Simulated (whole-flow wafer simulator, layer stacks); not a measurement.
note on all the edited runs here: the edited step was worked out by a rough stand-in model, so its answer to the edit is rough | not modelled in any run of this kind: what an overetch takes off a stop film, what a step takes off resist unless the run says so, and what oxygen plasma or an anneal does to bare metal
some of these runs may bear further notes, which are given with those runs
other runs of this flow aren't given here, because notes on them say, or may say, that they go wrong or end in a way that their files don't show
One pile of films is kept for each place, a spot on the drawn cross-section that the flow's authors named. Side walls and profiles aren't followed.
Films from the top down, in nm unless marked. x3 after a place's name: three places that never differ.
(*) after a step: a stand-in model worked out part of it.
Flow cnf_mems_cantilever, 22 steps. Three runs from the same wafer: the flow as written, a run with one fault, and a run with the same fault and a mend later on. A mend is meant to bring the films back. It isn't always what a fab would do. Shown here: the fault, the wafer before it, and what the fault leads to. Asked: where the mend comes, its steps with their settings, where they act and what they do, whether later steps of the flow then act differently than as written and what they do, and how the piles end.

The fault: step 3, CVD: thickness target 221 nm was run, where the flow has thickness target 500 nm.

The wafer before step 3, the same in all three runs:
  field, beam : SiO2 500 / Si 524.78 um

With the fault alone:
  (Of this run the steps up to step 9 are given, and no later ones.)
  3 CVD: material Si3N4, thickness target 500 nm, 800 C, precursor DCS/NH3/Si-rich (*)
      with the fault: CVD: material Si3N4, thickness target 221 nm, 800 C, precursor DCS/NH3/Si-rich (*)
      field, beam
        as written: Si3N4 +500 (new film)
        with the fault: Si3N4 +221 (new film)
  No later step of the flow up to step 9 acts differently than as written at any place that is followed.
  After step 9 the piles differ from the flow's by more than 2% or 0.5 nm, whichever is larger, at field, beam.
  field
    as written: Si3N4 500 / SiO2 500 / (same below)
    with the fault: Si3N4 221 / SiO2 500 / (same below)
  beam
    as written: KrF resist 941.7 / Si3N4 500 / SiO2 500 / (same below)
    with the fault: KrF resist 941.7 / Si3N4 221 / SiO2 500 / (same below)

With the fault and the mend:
  The mend comes after step 3.
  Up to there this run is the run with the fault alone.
  3a ETCH: chemistry h3po4, depth target 254.1 nm
      field, beam
        Si3N4 -221 (all of it)
  3b CLEAN: chemistry SC1/SC2 (the flow's step 1 once more)
      changes no film at any place that is followed
  3c CVD: material Si3N4, thickness target 500 nm, 800 C, precursor DCS/NH3/Si-rich (*) (the flow's step 3 once more)
      field, beam
        Si3N4 +500 (new film)
  No later step of the flow acts differently than as written at any place that is followed.
  At the end the piles are the same as the flow's at every place that both follow.
